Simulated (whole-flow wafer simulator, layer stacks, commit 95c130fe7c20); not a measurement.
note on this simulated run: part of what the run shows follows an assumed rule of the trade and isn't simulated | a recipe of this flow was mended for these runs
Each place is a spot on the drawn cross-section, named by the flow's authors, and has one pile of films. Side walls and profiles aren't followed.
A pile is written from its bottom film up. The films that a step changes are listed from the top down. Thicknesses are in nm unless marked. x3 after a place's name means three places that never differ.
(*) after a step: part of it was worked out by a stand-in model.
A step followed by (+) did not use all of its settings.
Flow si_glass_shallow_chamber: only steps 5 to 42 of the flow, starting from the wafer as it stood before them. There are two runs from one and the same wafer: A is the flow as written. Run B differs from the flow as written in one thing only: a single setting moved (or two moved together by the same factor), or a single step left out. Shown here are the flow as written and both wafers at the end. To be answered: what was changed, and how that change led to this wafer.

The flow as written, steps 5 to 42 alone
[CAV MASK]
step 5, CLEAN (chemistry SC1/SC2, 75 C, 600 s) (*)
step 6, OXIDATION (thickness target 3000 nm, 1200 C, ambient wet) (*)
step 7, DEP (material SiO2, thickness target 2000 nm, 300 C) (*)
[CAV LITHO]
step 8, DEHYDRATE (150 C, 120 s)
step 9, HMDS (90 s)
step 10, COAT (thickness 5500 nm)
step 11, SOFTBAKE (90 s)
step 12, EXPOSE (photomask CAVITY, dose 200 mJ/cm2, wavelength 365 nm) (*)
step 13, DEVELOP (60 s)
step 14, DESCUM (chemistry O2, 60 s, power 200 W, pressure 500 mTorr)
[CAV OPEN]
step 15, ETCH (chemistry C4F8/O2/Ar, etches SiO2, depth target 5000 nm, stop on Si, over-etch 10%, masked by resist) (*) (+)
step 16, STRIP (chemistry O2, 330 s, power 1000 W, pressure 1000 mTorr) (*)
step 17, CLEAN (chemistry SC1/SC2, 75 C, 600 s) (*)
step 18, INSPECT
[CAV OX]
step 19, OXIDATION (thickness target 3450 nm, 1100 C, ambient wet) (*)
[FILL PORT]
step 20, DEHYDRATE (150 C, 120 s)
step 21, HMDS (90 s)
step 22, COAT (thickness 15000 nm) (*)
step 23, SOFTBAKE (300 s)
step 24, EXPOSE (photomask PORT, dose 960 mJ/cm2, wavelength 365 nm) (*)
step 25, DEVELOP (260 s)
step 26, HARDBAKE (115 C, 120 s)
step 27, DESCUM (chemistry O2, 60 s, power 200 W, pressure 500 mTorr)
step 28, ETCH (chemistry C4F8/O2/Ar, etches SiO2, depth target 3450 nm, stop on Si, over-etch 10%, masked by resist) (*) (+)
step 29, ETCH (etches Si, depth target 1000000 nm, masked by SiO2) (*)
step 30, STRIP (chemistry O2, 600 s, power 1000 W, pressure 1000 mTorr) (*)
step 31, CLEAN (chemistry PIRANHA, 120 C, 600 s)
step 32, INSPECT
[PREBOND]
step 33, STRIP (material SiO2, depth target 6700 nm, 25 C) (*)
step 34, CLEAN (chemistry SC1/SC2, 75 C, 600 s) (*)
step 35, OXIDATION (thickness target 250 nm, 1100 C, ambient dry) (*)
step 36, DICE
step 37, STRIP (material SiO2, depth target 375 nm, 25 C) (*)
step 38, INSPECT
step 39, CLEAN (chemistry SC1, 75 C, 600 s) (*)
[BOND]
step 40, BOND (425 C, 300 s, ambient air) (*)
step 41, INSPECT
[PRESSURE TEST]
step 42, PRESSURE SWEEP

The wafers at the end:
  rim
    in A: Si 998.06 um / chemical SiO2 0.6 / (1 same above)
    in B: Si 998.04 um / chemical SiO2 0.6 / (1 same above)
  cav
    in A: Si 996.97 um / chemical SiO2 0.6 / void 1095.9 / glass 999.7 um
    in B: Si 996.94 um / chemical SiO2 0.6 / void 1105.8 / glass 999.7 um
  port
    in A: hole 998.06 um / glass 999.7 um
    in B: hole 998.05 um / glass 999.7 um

Cause: step 7, DEP: thickness target 1760 nm was run, though the flow has thickness target 2000 nm; step 17, CLEAN: 528 s was run, where the flow has 600 s.

Step by step, how the change led to this:
  step 7, DEP (material SiO2, thickness target 2000 nm, 300 C) (*)
      rim, ramp, cav, port, septum, ring: A SiO2 gains 2000 | B SiO2 gains 1760
  step 15, ETCH (chemistry C4F8/O2/Ar, etches SiO2, depth target 5000 nm, stop on Si, over-etch 10%, masked by resist) (*) (+)
      rim, ramp, septum, ring: A thick-i-line-resist loses 1100 | B thick-i-line-resist loses 1047.2
      cav, port: A SiO2 loses 5000 (all of it), Si loses 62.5 | B SiO2 loses 4760 (all of it), Si loses 92.5
  step 17, CLEAN (chemistry SC1/SC2, 75 C, 600 s) (*)
      rim, ramp, septum, ring: A SiO2 loses 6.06 | B SiO2 loses 5.33
      cav, port: A chemical SiO2 loses 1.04, Si loses 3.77 | B chemical SiO2 loses 1.04, Si loses 3.18
  step 19, OXIDATION (thickness target 3450 nm, 1100 C, ambient wet) (*)
      rim, ramp, septum, ring: A SiO2 gains 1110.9, Si loses 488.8 | B SiO2 gains 1155.3, Si loses 508.3
  step 22, COAT (thickness 15000 nm) (*)
      rim: A thick-i-line-resist gains 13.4 um (new film) | B thick-i-line-resist gains 13.48 um (new film)
      ramp: A thick-i-line-resist gains 12.89 um (new film) | B thick-i-line-resist gains 12.99 um (new film)
      (as well as at 3 more places)
  step 23, SOFTBAKE (300 s)
      rim: A thick-i-line-resist loses 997 | B thick-i-line-resist loses 945
      ramp: A thick-i-line-resist loses 487.1 | B thick-i-line-resist loses 459.7
      (as well as at 4 more places)
  step 25, DEVELOP (260 s)
      port: A thick-i-line-resist loses 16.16 um (all of it) | B thick-i-line-resist loses 16.1 um (all of it)
  step 29, ETCH (etches Si, depth target 1000000 nm, masked by SiO2) (*)
      rim, ramp: A thick-i-line-resist loses 11.47 um (all of it), SiO2 loses 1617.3 | B thick-i-line-resist loses 11.6 um (all of it), SiO2 loses 1549.8
      port: A hole gains 997.05 um (new film), Si loses 997.05 um (all of it) | B hole gains 997.02 um (new film), Si loses 997.02 um (all of it)
      (as well as at 2 more places)
  step 30, STRIP (chemistry O2, 600 s, power 1000 W, pressure 1000 mTorr) (*)
      cav: A thick-i-line-resist loses 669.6 (all of it) | B thick-i-line-resist loses 613.4 (all of it)
  step 33, STRIP (material SiO2, depth target 6700 nm, 25 C) (*)
      rim, ramp: A SiO2 loses 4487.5 (all of it) | B SiO2 loses 4360.2 (all of it)
      septum: A SiO2 loses 5732.1 (all of it) | B SiO2 loses 5543.2 (all of it)
      (as well as at 1 more place)
